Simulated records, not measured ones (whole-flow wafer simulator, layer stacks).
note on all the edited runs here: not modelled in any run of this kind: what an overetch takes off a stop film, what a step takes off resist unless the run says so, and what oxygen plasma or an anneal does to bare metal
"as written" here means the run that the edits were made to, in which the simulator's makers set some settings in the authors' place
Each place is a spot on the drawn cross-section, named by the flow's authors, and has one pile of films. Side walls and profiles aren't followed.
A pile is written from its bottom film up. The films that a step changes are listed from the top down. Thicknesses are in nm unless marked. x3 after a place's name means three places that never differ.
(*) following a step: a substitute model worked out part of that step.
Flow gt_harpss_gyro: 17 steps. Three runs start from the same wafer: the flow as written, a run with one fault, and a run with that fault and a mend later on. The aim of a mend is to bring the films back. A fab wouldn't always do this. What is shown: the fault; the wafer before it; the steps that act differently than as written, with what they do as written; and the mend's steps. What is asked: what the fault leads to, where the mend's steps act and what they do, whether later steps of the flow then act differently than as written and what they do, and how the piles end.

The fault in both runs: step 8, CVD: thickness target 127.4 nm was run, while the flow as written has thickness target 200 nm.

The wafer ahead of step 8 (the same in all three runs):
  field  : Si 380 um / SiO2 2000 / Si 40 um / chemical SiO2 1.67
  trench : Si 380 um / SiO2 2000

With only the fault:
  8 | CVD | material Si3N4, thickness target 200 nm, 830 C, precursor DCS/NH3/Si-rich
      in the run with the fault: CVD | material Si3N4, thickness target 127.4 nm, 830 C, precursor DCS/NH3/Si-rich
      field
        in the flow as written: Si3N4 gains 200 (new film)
        in the run with the fault: Si3N4 gains 127.4 (new film)
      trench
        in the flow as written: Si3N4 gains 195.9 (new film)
        in the run with the fault: Si3N4 gains 125 (new film)
  Later steps of the flow acting differently than as written:
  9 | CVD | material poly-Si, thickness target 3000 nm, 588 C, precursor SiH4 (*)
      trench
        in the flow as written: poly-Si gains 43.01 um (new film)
        in the run with the fault: poly-Si gains 43 um (new film)
  By the end, the piles at field, trench depart from the flow's by more than 2% or 0.5 nm, whichever is larger.
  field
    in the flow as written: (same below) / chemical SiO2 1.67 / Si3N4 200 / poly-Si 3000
    in the run with the fault: (same below) / chemical SiO2 1.67 / Si3N4 127.4 / poly-Si 3000
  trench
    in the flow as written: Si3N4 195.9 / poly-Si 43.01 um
    in the run with the fault: Si3N4 125 / poly-Si 43 um

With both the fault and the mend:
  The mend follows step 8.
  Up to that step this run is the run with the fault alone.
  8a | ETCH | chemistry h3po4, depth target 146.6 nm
      field
        Si3N4 loses 127.4 (all of it)
      trench
        Si3N4 loses 125 (all of it)
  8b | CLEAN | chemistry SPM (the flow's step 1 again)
      leaves every film unchanged at each place that is followed
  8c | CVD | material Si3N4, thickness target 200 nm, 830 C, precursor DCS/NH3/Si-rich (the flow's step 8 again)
      field
        Si3N4 gains 200 (new film)
      trench
        Si3N4 gains 195.9 (new film)
  Every later step of the flow that is run acts as written at every place that is followed.
  The piles end the same as the flow's at every place that both follow.
